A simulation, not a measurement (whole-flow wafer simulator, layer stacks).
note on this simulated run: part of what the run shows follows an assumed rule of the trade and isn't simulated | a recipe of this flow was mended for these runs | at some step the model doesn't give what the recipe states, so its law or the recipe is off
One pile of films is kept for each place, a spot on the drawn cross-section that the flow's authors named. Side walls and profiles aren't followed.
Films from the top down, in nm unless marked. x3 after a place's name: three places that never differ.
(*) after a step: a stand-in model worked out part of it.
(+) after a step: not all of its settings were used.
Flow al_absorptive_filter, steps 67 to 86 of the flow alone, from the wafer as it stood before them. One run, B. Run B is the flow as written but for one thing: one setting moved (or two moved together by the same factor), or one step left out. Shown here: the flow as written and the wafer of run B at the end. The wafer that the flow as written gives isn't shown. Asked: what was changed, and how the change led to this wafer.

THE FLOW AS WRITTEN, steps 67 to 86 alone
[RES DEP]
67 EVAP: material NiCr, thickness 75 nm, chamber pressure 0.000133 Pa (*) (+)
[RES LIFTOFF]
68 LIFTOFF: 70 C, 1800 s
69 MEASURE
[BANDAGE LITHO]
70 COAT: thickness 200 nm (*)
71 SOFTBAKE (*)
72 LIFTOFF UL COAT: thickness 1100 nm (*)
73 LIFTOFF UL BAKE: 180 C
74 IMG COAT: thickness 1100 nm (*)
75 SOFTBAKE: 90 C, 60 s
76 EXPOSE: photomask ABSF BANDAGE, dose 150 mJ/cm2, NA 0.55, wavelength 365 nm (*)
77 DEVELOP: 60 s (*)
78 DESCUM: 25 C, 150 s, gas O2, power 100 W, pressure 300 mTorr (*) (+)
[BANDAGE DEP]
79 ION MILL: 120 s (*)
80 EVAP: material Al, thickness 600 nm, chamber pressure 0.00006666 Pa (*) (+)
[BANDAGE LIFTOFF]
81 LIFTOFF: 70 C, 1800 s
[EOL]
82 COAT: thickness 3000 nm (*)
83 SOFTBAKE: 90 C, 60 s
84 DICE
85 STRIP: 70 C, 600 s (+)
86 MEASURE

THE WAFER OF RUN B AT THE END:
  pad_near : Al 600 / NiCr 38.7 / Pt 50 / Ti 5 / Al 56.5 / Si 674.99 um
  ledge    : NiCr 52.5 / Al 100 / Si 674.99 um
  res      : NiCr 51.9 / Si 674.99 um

The cause: step 67, EVAP: thickness 52.5 nm was run, where the flow has thickness 75 nm.
It can be read off the wafer: ledge has NiCr 52.5, and step 67 as written asks for 75 nm.

How the change led to this, step by step:
  67 EVAP: material NiCr, thickness 75 nm, chamber pressure 0.000133 Pa (*) (+)
      gnd, pad_far, ledge and 9 more: NiCr +52.5 (new film) (as written it would be: NiCr +75 (new film))
      pad_near: NiCr +52 (new film) (as written it would be: NiCr +74.2 (new film))
      (and at 1 more place)
  68 LIFTOFF: 70 C, 1800 s
      xa_field, xl_land, idc_field: NiCr -52.5 (all of it), i-line-resist -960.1 (all of it), lift-off-underlayer -1100 (all of it), acrylic-e-beam-resist -200 (all of it) (as written it would be: NiCr -75 (all of it), i-line-resist -960.1 (all of it), lift-off-underlayer -1100 (all of it), acrylic-e-beam-resist -200 (all of it))
      gnd: NiCr -52.5 (all of it), i-line-resist -959.5 (all of it), lift-off-underlayer -1100.9 (all of it), acrylic-e-beam-resist -200.6 (all of it) (as written it would be: NiCr -75 (all of it), i-line-resist -959.5 (all of it), lift-off-underlayer -1100.9 (all of it), acrylic-e-beam-resist -200.6 (all of it))
      (and at 7 more places)
  83 SOFTBAKE: 90 C, 60 s
      gnd: i-line-resist +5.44 (as written it would be: i-line-resist +6.13)
      pad_near: i-line-resist -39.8 (as written it would be: i-line-resist -41.1)
      (and at 2 more places)
